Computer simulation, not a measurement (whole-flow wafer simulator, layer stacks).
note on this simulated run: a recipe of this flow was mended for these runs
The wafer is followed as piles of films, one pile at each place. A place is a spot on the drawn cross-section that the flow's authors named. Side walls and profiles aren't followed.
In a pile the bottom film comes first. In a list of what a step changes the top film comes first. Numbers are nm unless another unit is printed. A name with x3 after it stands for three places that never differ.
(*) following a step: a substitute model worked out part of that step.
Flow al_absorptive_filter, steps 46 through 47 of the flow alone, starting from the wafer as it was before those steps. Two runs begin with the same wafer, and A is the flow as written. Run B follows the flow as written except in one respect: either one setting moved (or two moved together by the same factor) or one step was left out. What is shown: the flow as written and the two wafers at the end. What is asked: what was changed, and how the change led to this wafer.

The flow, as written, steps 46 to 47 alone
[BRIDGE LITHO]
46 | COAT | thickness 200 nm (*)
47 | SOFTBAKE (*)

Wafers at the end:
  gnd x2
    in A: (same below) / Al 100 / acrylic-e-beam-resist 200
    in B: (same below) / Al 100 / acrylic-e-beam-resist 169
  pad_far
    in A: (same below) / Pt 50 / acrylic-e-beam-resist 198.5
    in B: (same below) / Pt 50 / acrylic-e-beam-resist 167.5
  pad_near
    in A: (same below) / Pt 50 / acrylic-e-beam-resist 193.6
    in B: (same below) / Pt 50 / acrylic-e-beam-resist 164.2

The reason: step 46, COAT: thickness 169 nm was run, though the flow has thickness 200 nm.
The wafer itself shows it: gnd x2 has acrylic-e-beam-resist 169, and step 46 as written asks for 200 nm.

Step by step, how the change led to this:
  46 | COAT | thickness 200 nm (*)
      gnd x2, idc_field: A +200 acrylic-e-beam-resist (new film) | B +169 acrylic-e-beam-resist (new film)
      pad_far: A +198.5 acrylic-e-beam-resist (new film) | B +167.5 acrylic-e-beam-resist (new film)
      (also at 10 further places)
